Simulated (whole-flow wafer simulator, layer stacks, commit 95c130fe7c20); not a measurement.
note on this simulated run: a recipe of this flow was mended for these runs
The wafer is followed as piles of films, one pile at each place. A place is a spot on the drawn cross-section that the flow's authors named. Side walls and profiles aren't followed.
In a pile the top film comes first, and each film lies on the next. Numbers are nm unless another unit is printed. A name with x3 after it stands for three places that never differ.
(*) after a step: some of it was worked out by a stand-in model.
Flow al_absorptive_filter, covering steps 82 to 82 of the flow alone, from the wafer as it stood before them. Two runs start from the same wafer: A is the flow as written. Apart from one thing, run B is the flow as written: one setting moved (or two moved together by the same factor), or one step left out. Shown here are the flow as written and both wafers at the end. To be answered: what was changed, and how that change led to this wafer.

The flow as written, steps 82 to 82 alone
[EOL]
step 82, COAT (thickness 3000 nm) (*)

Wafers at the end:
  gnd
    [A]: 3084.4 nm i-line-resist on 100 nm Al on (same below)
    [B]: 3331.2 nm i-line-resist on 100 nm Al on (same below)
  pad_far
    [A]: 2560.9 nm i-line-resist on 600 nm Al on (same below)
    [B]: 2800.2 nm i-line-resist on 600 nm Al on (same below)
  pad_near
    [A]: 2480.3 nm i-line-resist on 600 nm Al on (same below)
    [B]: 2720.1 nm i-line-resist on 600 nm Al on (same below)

What caused this: step 82, COAT: thickness 3246 nm was run, though the flow has thickness 3000 nm.

The path from the change to this, step by step:
  step 82, COAT (thickness 3000 nm) (*)
      xa_field, xl_land, idc_field: A +3000 i-line-resist (new film) | B +3246 i-line-resist (new film)
      gnd: A +3084.4 i-line-resist (new film) | B +3331.2 i-line-resist (new film)
      (also at 10 further places)
